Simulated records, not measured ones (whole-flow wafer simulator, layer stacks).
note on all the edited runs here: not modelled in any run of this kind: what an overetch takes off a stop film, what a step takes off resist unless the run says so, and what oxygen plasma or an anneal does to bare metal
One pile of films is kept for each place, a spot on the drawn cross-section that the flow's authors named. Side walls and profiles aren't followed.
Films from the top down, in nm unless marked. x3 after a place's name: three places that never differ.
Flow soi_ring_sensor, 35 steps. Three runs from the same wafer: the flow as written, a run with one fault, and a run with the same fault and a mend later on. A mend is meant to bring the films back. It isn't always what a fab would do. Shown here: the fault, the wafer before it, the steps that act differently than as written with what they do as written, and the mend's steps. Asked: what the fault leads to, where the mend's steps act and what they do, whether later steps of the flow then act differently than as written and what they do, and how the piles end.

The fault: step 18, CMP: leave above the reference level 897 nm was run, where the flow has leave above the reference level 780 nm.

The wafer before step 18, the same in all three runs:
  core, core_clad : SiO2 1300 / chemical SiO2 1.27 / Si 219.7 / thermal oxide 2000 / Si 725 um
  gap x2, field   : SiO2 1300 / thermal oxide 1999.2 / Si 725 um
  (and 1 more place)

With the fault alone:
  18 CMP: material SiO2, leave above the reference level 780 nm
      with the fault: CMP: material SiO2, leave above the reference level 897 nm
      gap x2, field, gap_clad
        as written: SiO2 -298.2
        with the fault: SiO2 -181.2
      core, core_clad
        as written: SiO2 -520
        with the fault: SiO2 -403
  Later steps of the flow that act differently than as written:
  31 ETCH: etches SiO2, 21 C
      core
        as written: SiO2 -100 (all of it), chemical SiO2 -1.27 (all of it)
        with the fault: SiO2 -217 (all of it), chemical SiO2 -1.27 (all of it)
  At the end the piles differ from the flow's by more than 2% or 0.5 nm, whichever is larger, at field, core_clad.
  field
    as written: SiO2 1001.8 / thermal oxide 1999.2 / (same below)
    with the fault: SiO2 1118.8 / thermal oxide 1999.2 / (same below)
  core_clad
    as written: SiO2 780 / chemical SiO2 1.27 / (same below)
    with the fault: SiO2 897 / chemical SiO2 1.27 / (same below)

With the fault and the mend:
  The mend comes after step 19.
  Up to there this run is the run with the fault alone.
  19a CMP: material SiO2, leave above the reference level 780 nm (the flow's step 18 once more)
      core, gap x2, field, core_clad, gap_clad
        SiO2 -117
  No later step of the flow acts differently than as written at any place that is followed.
  At the end the piles are the same as the flow's at every place that both follow.
